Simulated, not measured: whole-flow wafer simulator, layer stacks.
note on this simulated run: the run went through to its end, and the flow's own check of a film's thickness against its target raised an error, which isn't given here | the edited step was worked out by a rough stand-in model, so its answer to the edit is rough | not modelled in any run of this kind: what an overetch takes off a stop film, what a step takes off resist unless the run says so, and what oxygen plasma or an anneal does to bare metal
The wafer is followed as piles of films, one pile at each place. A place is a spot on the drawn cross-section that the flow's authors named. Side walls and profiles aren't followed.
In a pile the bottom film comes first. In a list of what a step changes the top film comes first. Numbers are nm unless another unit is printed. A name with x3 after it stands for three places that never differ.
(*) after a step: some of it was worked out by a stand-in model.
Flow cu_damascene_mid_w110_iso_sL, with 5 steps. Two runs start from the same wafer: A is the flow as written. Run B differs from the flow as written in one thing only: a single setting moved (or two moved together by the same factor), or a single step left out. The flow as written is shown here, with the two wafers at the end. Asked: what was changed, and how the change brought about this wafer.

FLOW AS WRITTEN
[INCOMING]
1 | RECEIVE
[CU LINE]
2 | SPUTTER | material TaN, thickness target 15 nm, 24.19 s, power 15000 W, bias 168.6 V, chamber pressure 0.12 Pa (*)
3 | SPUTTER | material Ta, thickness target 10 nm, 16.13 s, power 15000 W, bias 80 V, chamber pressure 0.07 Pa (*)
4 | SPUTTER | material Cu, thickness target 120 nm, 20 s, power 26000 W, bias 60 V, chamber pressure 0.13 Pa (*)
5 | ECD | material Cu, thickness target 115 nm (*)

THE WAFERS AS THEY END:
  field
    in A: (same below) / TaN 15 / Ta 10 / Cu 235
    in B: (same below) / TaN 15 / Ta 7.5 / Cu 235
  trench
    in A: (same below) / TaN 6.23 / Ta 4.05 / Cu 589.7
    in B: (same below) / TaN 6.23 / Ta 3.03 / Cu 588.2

Cause: step 3, SPUTTER: thickness target 7.5 nm was run, while the flow as written has thickness target 10 nm; step 3, SPUTTER: 12.1 s was run, where the flow has 16.13 s.
One can read it off the wafer: field has Ta 7.5, and step 3 as written asks for 10 nm.

The path from the change to this, step by step:
  3 | SPUTTER | material Ta, thickness target 10 nm, 16.13 s, power 15000 W, bias 80 V, chamber pressure 0.07 Pa (*)
      field: A Ta gains 10 (new film) | B Ta gains 7.5 (new film)
      trench: A Ta gains 4.05 (new film) | B Ta gains 3.03 (new film)
